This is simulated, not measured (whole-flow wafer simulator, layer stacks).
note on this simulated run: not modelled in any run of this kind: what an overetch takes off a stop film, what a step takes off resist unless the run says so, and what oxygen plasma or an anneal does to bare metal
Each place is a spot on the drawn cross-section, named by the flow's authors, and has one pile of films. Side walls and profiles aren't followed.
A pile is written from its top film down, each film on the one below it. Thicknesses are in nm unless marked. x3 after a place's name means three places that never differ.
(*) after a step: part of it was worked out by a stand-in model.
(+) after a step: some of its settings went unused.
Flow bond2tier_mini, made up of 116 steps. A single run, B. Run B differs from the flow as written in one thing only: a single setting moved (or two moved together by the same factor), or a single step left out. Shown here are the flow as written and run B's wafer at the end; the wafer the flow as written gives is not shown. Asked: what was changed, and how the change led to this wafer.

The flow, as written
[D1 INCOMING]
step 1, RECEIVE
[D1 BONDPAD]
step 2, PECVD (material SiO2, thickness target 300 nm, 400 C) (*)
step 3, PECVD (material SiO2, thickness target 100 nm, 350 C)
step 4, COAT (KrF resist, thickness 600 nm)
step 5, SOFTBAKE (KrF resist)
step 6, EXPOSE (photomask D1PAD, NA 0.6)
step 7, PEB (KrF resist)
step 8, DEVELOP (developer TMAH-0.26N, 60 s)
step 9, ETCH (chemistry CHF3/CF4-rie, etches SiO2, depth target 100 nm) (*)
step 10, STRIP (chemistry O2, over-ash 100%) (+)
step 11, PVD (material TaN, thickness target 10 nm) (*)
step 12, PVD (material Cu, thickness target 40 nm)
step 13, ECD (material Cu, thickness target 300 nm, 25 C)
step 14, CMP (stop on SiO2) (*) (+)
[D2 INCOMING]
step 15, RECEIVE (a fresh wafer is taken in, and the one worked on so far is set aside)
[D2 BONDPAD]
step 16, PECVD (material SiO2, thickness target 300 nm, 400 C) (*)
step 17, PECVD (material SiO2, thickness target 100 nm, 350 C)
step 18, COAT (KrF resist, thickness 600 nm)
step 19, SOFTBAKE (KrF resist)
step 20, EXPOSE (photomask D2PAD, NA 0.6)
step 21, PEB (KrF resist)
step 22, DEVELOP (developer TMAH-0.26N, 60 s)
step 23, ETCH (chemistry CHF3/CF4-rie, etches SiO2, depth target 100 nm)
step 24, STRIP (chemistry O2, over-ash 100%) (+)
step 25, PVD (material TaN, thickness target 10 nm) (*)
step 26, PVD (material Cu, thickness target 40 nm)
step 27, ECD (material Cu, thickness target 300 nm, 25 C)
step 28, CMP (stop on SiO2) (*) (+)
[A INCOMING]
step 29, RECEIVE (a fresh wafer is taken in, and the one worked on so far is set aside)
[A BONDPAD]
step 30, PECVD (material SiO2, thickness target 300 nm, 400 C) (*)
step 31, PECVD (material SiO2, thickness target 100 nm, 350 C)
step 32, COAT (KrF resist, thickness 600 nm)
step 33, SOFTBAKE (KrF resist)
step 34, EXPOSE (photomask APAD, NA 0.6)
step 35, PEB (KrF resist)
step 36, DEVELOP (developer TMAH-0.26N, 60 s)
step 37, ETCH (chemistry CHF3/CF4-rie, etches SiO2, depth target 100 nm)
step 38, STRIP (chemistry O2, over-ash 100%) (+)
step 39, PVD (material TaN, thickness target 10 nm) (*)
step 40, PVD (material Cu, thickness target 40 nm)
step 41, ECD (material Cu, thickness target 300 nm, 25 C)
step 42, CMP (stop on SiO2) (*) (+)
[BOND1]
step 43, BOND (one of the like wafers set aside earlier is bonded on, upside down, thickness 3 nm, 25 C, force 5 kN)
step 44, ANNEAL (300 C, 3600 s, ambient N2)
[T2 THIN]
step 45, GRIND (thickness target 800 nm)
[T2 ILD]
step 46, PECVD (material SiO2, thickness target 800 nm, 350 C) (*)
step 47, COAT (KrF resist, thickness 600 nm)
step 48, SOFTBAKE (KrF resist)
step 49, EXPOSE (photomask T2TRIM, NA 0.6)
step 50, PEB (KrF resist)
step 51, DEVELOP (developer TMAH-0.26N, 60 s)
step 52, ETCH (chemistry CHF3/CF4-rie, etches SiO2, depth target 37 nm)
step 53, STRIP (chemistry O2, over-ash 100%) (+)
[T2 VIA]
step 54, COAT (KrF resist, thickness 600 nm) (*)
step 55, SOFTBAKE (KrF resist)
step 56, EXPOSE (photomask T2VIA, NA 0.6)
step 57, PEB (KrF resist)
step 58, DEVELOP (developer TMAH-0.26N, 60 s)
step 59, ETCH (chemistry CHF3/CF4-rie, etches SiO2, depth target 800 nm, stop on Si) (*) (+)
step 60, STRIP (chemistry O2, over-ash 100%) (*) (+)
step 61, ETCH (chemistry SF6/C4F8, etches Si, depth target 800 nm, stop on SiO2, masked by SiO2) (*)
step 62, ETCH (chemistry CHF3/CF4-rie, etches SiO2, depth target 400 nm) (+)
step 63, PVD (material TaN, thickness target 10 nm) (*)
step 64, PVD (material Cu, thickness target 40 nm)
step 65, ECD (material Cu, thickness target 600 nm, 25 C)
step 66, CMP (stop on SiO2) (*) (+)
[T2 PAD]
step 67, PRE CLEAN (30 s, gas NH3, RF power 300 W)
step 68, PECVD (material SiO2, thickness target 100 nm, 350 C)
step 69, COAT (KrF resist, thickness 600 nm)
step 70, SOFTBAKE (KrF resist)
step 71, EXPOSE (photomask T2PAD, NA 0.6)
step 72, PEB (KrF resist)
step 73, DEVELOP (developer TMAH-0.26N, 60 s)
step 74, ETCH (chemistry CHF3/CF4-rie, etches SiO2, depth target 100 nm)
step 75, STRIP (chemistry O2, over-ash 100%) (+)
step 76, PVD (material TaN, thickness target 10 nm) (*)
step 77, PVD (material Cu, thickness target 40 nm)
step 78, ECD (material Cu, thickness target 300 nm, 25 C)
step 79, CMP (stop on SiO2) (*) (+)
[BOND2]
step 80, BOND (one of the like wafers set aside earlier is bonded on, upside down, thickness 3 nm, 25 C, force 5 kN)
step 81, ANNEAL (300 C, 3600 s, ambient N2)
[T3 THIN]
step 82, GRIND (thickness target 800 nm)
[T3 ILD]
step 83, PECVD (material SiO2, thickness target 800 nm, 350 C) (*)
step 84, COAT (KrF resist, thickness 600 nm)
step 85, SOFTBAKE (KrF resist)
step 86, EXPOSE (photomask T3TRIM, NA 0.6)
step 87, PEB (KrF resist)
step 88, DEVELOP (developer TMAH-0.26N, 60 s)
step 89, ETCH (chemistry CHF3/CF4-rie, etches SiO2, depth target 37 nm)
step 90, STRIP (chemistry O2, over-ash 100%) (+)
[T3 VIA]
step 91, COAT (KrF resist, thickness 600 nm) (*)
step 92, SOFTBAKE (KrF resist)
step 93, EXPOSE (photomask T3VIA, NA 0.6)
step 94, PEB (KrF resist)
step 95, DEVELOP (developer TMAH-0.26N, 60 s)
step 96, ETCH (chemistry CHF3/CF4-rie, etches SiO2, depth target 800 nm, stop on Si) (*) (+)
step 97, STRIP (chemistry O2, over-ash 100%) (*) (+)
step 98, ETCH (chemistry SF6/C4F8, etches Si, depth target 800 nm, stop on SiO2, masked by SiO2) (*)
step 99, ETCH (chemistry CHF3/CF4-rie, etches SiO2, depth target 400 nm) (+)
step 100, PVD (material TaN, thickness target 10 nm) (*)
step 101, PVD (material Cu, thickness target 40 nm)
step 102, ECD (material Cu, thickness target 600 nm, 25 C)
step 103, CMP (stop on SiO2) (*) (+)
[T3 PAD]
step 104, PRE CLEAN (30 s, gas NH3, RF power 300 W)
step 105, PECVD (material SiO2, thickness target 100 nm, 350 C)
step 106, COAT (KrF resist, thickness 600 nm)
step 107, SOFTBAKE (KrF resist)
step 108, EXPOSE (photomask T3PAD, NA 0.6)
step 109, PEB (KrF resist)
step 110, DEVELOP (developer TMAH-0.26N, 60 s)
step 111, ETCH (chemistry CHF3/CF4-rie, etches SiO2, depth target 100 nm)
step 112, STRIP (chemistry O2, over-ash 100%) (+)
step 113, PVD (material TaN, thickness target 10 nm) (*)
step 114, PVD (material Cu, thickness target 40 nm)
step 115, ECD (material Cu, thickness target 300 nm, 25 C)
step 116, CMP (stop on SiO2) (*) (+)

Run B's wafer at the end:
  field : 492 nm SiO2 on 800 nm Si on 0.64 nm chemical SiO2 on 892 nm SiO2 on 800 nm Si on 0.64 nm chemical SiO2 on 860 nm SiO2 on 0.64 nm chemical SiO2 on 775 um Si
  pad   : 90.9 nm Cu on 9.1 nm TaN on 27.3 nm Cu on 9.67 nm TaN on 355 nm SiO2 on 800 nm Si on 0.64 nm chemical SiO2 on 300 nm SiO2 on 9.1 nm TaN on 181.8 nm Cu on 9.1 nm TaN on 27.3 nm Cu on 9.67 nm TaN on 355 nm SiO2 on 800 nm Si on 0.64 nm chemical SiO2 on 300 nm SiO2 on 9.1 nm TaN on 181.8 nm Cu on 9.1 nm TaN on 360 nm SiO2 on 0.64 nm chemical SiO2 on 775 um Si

What caused this: step 31, PECVD: thickness target 160 nm was run, while the flow as written has thickness target 100 nm.

The path from the change to this, step by step:
  step 31, PECVD (material SiO2, thickness target 100 nm, 350 C)
      field, pad, via: SiO2 gains 160 (as written it would have been: SiO2 gains 100)
